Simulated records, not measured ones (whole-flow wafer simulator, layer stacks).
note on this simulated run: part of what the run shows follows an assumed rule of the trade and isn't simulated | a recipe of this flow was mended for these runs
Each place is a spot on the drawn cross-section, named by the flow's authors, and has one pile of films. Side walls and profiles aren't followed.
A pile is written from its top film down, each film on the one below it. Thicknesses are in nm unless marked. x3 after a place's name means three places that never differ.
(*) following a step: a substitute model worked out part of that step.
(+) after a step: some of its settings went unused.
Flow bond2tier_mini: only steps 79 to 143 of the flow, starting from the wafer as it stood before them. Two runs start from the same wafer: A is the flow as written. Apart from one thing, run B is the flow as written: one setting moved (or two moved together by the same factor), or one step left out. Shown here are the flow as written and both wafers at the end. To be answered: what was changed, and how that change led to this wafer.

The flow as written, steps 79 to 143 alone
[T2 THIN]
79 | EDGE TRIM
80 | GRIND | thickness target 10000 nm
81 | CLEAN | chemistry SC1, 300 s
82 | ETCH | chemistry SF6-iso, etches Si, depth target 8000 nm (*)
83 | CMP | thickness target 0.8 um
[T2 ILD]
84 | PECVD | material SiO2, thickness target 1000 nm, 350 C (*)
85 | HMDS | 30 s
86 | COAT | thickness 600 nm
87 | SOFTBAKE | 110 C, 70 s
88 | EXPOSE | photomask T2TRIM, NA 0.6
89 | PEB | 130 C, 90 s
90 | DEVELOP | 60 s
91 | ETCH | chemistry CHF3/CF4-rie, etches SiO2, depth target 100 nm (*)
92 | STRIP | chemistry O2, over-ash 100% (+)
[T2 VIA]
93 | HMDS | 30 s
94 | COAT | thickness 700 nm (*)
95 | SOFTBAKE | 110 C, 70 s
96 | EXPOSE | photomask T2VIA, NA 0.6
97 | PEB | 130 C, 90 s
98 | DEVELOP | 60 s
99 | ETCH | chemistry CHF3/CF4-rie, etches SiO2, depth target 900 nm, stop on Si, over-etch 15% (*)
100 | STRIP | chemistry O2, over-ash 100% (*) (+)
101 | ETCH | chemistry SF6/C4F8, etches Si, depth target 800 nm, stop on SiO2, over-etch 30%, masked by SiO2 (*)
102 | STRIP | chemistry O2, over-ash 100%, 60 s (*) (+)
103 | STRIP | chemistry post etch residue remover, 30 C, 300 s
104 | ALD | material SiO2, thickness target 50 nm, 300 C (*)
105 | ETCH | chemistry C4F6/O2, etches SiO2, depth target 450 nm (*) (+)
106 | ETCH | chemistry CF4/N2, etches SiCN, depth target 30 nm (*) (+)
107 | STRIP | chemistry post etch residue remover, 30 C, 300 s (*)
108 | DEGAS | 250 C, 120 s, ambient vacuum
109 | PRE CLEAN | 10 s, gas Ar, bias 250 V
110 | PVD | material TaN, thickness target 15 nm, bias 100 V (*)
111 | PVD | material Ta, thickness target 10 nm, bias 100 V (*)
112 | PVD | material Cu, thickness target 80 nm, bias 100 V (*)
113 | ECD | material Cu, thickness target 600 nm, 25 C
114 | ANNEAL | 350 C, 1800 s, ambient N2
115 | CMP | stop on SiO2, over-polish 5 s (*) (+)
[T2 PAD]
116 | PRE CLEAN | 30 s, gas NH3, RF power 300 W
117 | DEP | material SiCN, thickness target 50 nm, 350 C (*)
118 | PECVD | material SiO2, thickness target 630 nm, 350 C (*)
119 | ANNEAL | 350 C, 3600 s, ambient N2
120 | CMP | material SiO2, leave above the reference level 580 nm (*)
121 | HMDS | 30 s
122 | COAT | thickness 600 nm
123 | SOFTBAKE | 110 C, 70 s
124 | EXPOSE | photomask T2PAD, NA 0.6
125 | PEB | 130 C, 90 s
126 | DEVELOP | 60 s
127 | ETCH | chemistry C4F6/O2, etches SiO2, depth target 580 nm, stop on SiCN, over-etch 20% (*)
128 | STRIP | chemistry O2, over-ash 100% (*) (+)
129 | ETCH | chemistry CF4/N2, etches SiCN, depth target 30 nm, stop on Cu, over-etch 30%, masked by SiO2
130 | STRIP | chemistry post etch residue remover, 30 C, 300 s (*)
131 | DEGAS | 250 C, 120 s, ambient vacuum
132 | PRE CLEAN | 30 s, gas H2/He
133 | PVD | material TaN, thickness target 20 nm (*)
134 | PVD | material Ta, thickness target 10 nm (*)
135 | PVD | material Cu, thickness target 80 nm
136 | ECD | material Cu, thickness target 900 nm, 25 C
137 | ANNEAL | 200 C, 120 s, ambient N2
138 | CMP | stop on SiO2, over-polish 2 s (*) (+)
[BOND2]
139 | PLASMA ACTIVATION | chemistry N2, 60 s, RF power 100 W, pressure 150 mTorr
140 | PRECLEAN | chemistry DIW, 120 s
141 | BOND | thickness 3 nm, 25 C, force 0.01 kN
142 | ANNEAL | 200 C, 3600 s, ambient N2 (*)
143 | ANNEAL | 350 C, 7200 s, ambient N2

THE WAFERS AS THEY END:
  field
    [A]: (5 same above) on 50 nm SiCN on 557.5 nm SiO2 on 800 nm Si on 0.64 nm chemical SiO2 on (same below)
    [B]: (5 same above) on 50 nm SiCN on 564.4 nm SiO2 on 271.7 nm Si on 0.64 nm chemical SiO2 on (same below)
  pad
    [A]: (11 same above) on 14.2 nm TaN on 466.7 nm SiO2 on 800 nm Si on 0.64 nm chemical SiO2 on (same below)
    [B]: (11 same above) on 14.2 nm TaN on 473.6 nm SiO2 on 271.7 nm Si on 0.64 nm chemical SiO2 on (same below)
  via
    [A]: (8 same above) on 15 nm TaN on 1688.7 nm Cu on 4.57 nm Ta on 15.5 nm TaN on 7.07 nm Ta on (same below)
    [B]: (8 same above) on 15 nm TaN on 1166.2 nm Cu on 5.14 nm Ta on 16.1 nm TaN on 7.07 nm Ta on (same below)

Cause: step 82, ETCH: depth target 9728 nm was run, while the flow as written has depth target 8000 nm.

The path from the change to this, step by step:
  82 | ETCH | chemistry SF6-iso, etches Si, depth target 8000 nm (*)
      field, pad, via: A -0.6 chemical SiO2 (all of it), -8000 Si | B -0.6 chemical SiO2 (all of it), -9728 Si
  83 | CMP | thickness target 0.8 um
      field, pad, via: A -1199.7 Si | B nothing
  101 | ETCH | chemistry SF6/C4F8, etches Si, depth target 800 nm, stop on SiO2, over-etch 30%, masked by SiO2 (*)
      field, pad: A -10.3 SiO2 | B -3.39 SiO2
      via: A -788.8 Si (all of it), -0.64 chemical SiO2 (all of it), -1.87 SiO2 | B -260.5 Si (all of it), -0.64 chemical SiO2 (all of it), -7.15 SiO2
  105 | ETCH | chemistry C4F6/O2, etches SiO2, depth target 450 nm (*) (+)
      via: A -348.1 SiO2 (all of it), -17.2 SiCN | B -342.8 SiO2 (all of it), -18.1 SiCN
  106 | ETCH | chemistry CF4/N2, etches SiCN, depth target 30 nm (*) (+)
      via: A -17.6 SiCN (all of it), -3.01 TaN | B -16.8 SiCN (all of it), -3.23 TaN
  110 | PVD | material TaN, thickness target 15 nm, bias 100 V (*)
      via: A +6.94 TaN | B +7.78 TaN
  111 | PVD | material Ta, thickness target 10 nm, bias 100 V (*)
      via: A +4.57 Ta (new film) | B +5.14 Ta (new film)
  112 | PVD | material Cu, thickness target 80 nm, bias 100 V (*)
      via: A +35 Cu (new film) | B +39.7 Cu (new film)
  113 | ECD | material Cu, thickness target 600 nm, 25 C
      via: A +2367 Cu | B +1839.7 Cu
